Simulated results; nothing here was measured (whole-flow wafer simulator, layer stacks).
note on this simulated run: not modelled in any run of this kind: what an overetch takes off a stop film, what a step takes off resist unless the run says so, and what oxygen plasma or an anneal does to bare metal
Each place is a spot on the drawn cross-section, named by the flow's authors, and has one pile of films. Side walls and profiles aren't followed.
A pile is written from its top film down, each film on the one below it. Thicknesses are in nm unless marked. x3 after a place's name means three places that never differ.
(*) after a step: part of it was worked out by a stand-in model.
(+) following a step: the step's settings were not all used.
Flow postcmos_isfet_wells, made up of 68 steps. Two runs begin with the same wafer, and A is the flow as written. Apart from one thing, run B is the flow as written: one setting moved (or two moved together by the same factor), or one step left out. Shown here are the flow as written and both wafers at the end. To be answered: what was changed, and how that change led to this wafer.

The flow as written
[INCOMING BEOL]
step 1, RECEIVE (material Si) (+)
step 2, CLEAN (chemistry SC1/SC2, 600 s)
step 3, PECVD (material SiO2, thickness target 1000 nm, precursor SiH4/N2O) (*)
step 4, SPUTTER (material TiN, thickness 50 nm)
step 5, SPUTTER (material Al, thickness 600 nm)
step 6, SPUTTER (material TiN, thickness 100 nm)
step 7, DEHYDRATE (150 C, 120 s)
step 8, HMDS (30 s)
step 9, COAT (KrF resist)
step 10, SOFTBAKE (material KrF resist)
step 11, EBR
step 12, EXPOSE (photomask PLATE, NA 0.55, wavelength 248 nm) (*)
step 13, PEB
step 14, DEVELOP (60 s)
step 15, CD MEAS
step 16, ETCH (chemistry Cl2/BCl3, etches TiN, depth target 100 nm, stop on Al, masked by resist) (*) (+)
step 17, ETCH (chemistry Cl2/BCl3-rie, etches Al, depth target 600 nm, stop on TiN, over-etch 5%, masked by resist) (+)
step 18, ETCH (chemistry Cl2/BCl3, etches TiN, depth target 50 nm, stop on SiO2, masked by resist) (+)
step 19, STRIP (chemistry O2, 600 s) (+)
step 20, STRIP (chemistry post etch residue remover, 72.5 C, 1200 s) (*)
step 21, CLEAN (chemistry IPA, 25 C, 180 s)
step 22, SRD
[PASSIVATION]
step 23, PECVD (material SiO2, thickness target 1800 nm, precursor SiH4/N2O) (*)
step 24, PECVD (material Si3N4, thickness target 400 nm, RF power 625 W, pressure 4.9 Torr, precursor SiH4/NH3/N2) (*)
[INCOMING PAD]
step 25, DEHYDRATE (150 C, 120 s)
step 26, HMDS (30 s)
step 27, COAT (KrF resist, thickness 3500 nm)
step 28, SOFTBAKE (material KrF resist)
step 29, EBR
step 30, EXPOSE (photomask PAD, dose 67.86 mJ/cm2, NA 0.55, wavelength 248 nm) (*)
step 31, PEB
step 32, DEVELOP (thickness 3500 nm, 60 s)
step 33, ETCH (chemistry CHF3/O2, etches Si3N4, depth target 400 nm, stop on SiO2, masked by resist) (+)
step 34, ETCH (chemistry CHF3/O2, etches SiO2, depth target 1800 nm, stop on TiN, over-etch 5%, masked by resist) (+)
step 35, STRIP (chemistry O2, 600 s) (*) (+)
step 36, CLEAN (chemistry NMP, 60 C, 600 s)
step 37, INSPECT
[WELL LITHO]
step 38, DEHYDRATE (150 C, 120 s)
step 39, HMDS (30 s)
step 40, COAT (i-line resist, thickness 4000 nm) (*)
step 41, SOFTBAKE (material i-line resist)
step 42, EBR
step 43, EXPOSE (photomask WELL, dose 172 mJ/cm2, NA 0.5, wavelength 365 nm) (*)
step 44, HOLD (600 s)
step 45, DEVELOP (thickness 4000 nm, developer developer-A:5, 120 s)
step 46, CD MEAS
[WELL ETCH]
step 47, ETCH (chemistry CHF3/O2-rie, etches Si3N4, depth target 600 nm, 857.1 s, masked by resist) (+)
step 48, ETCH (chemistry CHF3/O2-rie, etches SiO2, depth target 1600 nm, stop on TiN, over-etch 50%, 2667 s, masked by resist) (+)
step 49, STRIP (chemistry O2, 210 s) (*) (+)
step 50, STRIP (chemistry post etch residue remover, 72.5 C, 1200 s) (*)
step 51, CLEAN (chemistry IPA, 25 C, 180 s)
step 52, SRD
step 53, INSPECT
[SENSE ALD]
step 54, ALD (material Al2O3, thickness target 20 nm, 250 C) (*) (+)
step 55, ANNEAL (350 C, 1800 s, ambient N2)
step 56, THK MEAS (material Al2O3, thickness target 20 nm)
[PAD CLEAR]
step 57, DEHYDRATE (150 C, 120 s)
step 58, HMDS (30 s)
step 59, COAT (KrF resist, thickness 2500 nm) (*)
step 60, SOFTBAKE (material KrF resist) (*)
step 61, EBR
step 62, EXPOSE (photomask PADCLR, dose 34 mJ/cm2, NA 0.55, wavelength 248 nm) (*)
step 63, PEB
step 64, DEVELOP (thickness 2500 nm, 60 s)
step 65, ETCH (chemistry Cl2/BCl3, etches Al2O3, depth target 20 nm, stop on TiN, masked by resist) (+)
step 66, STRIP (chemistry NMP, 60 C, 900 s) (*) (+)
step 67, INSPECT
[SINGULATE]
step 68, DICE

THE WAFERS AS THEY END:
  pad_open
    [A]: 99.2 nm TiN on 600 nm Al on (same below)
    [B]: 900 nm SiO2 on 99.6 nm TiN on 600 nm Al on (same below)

Cause: step 27, COAT: thickness 1750 nm was run, while the flow as written has thickness 3500 nm; step 34, ETCH: depth target 900 nm was run, where the flow has depth target 1800 nm.

Step by step, how the change led to this:
  step 27, COAT (KrF resist, thickness 3500 nm)
      field, margin, well900, well1300 x3, pad_rim, pad_clr, pad_open: A +3500 KrF resist (new film) | B +1750 KrF resist (new film)
  step 32, DEVELOP (thickness 3500 nm, 60 s)
      pad_open: A -3500 KrF resist (all of it) | B -1750 KrF resist (all of it)
  step 34, ETCH (chemistry CHF3/O2, etches SiO2, depth target 1800 nm, stop on TiN, over-etch 5%, masked by resist) (+)
      pad_open: A -1800 SiO2 (all of it) | B -900 SiO2
      field, margin, well900, well1300 x3, pad_rim, pad_clr: A -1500 KrF resist | B -750 KrF resist
  step 35, STRIP (chemistry O2, 600 s) (*) (+)
      field, margin, well900, well1300 x3, pad_rim, pad_clr: A -1638.4 KrF resist (all of it) | B -638.4 KrF resist (all of it)
  step 40, COAT (i-line resist, thickness 4000 nm) (*)
      pad_clr: A +3256.8 i-line resist (new film) | B +3545.4 i-line resist (new film)
      pad_open: A +4804.7 i-line resist (new film) | B +4479.6 i-line resist (new film)
  step 41, SOFTBAKE (material i-line resist)
      pad_clr: A -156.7 i-line resist | B -74.6 i-line resist
      pad_open: A +115.3 i-line resist | B +72.2 i-line resist
  step 49, STRIP (chemistry O2, 210 s) (*) (+)
      pad_clr: A -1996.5 i-line resist (all of it) | B -2367.2 i-line resist (all of it)
      pad_open: A -3816.3 i-line resist (all of it) | B -3448.2 i-line resist (all of it)
  step 59, COAT (KrF resist, thickness 2500 nm) (*)
      pad_rim: A +1976.4 KrF resist (new film) | B +2185.2 KrF resist (new film)
      pad_clr: A +1691.6 KrF resist (new film) | B +2003.4 KrF resist (new film)
      (also at 1 further place)
  step 60, SOFTBAKE (material KrF resist) (*)
      pad_rim: A nothing | B -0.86 KrF resist
      pad_clr: A -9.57 KrF resist | B -5.52 KrF resist
  step 64, DEVELOP (thickness 2500 nm, 60 s)
      pad_clr: A -1682 KrF resist (all of it) | B -1997.9 KrF resist (all of it)
      pad_open: A -3067.2 KrF resist (all of it) | B -2837.1 KrF resist (all of it)
  step 66, STRIP (chemistry NMP, 60 C, 900 s) (*) (+)
      pad_rim: A -1937.7 KrF resist (all of it) | B -2145.6 KrF resist (all of it)
